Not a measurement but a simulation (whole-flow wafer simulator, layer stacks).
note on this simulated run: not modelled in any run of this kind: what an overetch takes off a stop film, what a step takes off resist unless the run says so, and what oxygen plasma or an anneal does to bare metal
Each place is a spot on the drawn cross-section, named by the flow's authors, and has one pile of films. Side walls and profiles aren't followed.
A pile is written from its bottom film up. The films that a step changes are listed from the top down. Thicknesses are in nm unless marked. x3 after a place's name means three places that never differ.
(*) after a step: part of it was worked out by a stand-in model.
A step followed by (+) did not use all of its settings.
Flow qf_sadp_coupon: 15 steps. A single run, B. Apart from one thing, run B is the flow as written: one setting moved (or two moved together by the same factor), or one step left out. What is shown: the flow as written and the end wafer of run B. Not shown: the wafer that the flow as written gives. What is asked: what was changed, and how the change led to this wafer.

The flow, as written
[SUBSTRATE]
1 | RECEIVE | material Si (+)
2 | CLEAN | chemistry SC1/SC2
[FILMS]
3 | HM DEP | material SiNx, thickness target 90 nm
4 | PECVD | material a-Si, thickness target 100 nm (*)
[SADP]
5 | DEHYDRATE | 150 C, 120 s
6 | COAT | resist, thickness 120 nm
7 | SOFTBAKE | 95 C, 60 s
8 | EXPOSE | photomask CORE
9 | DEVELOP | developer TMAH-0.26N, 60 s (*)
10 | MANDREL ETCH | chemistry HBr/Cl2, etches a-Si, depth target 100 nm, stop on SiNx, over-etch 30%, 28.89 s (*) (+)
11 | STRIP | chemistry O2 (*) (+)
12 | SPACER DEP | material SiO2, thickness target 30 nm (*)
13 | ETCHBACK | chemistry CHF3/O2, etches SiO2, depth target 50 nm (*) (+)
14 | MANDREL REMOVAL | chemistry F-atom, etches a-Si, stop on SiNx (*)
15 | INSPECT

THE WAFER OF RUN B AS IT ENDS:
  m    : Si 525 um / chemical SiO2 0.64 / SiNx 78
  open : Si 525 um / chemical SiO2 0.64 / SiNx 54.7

The reason: step 3, HM DEP: thickness target 78 nm was run, whereas the flow has thickness target 90 nm.
The wafer lets one read it off: m has SiNx 78, and step 3 as written asks for 90 nm.

How this came from the change, step by step:
  3 | HM DEP | material SiNx, thickness target 90 nm
      m, open: SiNx gains 78 (new film) (in the flow as written it would be: SiNx gains 90 (new film))
